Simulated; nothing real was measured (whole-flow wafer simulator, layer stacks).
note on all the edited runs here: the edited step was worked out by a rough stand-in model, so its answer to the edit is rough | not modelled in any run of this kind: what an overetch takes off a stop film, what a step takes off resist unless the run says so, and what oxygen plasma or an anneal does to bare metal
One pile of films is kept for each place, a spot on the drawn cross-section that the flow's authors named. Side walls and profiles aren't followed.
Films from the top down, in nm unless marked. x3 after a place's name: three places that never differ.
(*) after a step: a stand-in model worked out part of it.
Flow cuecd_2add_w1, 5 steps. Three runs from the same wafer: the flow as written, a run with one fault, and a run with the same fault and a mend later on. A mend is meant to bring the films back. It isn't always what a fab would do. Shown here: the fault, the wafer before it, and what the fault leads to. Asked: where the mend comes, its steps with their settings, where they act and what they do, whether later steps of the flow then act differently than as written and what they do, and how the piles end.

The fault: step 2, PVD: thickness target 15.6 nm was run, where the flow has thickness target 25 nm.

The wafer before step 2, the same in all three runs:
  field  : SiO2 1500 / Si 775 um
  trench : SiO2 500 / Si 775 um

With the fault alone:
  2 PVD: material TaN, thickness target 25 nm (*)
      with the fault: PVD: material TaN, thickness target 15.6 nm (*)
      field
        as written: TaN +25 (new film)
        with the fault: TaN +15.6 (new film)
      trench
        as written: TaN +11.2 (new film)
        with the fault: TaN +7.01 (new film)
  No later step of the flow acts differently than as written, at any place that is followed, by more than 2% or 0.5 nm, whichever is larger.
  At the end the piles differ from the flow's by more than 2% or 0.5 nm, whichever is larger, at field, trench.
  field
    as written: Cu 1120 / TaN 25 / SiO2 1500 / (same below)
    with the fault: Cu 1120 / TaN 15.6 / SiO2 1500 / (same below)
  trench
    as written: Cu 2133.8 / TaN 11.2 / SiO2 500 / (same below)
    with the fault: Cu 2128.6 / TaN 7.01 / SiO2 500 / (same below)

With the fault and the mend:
  The mend comes after step 2.
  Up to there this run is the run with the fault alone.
  2a PVD: material TaN, thickness target 9.4 nm (*) (the flow's step 2 once more, with other settings)
      field
        TaN +9.4
      trench
        TaN +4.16
  No later step of the flow acts differently than as written at any place that is followed.
  At the end the piles are the same as the flow's at every place that both follow.
